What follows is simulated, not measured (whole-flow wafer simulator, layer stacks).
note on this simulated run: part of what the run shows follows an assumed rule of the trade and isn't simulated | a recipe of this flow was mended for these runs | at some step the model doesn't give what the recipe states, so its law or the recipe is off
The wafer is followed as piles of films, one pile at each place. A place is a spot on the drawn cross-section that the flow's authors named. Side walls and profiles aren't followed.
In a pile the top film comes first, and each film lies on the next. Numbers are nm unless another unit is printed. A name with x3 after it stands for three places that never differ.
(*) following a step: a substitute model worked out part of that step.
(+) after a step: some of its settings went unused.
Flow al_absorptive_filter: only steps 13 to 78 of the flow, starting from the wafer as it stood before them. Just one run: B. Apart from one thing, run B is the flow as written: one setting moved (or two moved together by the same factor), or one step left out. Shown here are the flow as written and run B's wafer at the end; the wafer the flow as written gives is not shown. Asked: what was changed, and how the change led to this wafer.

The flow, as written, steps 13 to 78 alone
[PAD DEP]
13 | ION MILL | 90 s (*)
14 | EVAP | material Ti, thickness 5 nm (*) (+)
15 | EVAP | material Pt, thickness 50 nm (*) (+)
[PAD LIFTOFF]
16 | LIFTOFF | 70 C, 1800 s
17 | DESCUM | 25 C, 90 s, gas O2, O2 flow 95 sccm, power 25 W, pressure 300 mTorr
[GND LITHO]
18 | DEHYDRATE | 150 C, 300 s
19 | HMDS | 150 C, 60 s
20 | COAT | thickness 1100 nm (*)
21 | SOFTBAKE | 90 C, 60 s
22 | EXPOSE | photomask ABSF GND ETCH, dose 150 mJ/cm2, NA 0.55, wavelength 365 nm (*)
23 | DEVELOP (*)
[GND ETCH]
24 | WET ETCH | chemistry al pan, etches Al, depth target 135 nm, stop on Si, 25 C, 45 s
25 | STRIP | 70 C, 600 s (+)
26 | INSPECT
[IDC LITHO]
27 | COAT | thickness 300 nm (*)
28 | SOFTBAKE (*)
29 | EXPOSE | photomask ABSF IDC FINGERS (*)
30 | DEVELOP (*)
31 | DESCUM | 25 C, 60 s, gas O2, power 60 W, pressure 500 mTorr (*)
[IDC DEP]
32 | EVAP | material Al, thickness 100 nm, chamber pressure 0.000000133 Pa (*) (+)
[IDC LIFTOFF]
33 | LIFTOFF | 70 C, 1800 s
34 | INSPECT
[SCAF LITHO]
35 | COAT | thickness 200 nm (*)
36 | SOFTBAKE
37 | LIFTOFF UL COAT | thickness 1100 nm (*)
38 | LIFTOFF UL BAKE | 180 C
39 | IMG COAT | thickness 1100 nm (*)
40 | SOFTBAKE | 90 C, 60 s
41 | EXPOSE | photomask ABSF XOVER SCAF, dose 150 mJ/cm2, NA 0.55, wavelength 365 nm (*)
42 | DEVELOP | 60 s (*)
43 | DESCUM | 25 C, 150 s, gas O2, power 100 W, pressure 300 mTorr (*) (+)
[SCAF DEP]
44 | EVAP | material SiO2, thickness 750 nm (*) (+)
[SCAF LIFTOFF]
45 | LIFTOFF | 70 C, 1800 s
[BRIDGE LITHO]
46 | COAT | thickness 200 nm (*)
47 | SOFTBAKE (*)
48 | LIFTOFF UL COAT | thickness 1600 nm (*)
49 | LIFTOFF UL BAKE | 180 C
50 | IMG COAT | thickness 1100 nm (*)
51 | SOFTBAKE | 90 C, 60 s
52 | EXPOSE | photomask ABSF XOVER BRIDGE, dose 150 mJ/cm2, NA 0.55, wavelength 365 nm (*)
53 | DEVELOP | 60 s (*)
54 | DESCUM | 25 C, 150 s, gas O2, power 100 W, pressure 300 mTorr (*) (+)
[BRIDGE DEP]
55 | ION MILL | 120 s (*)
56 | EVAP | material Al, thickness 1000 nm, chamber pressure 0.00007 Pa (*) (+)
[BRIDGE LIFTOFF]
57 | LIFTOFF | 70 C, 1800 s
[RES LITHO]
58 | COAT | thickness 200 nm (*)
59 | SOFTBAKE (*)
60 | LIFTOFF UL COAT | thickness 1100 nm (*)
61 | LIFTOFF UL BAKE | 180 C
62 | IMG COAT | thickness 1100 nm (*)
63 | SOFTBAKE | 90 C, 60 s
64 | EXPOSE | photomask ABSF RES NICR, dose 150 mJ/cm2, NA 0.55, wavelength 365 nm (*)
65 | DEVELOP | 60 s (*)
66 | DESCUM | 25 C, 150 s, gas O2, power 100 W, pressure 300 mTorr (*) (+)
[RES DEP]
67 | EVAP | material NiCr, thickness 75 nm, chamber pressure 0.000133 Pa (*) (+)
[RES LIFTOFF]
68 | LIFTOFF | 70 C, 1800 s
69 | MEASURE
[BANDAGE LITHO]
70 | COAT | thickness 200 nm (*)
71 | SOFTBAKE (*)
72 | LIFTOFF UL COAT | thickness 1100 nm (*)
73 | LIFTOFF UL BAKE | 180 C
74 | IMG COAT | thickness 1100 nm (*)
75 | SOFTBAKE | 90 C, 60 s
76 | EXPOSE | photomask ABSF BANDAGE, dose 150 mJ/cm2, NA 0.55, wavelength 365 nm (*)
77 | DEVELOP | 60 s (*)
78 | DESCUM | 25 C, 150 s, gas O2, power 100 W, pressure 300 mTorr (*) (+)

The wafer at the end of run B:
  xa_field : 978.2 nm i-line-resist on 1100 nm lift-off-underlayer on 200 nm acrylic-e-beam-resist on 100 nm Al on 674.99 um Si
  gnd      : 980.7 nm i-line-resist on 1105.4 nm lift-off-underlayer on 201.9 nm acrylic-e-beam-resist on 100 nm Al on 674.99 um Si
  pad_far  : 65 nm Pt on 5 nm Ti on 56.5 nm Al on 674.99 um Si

Cause: step 15, EVAP: thickness 65 nm was run, while the flow as written has thickness 50 nm.
The wafer itself shows it: pad_far has Pt 65, and step 15 as written asks for 50 nm.

Step by step, how the change led to this:
  15 | EVAP | material Pt, thickness 50 nm (*) (+)
      gnd, pad_far, pad_near and 11 more: Pt gains 65 (new film) (in the flow as written it would be: Pt gains 50 (new film))
  16 | LIFTOFF | 70 C, 1800 s
      gnd, ledge, res and 9 more: Pt loses 65 (all of it), Ti loses 5 (all of it), i-line-resist loses 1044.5 (all of it), lift-off-underlayer loses 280 (all of it) (in the flow as written it would be: Pt loses 50 (all of it), Ti loses 5 (all of it), i-line-resist loses 1044.5 (all of it), lift-off-underlayer loses 280 (all of it))
  35 | COAT | thickness 200 nm (*)
      ledge: acrylic-e-beam-resist gains 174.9 (new film) (in the flow as written it would be: acrylic-e-beam-resist gains 169.8 (new film))
  45 | LIFTOFF | 70 C, 1800 s
      ledge: SiO2 loses 750 (all of it), i-line-resist loses 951 (all of it), lift-off-underlayer loses 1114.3 (all of it), acrylic-e-beam-resist loses 174.9 (all of it) (in the flow as written it would be: SiO2 loses 750 (all of it), i-line-resist loses 952.1 (all of it), lift-off-underlayer loses 1114 (all of it), acrylic-e-beam-resist loses 169.8 (all of it))
  46 | COAT | thickness 200 nm (*)
      ledge: acrylic-e-beam-resist gains 174.9 (new film) (in the flow as written it would be: acrylic-e-beam-resist gains 169.8 (new film))
  57 | LIFTOFF | 70 C, 1800 s
      ledge: Al loses 1000 (all of it), i-line-resist loses 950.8 (all of it), lift-off-underlayer loses 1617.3 (all of it), acrylic-e-beam-resist loses 174.9 (all of it) (in the flow as written it would be: Al loses 1000 (all of it), i-line-resist loses 951.7 (all of it), lift-off-underlayer loses 1617.2 (all of it), acrylic-e-beam-resist loses 169.8 (all of it))
  58 | COAT | thickness 200 nm (*)
      ledge: acrylic-e-beam-resist gains 174.9 (new film) (in the flow as written it would be: acrylic-e-beam-resist gains 169.8 (new film))
  66 | DESCUM | 25 C, 150 s, gas O2, power 100 W, pressure 300 mTorr (*) (+)
      ledge: acrylic-e-beam-resist loses 174.9 (all of it) (in the flow as written it would be: acrylic-e-beam-resist loses 169.8 (all of it))
  70 | COAT | thickness 200 nm (*)
      ledge: acrylic-e-beam-resist gains 171.9 (new film) (in the flow as written it would be: acrylic-e-beam-resist gains 167 (new film))
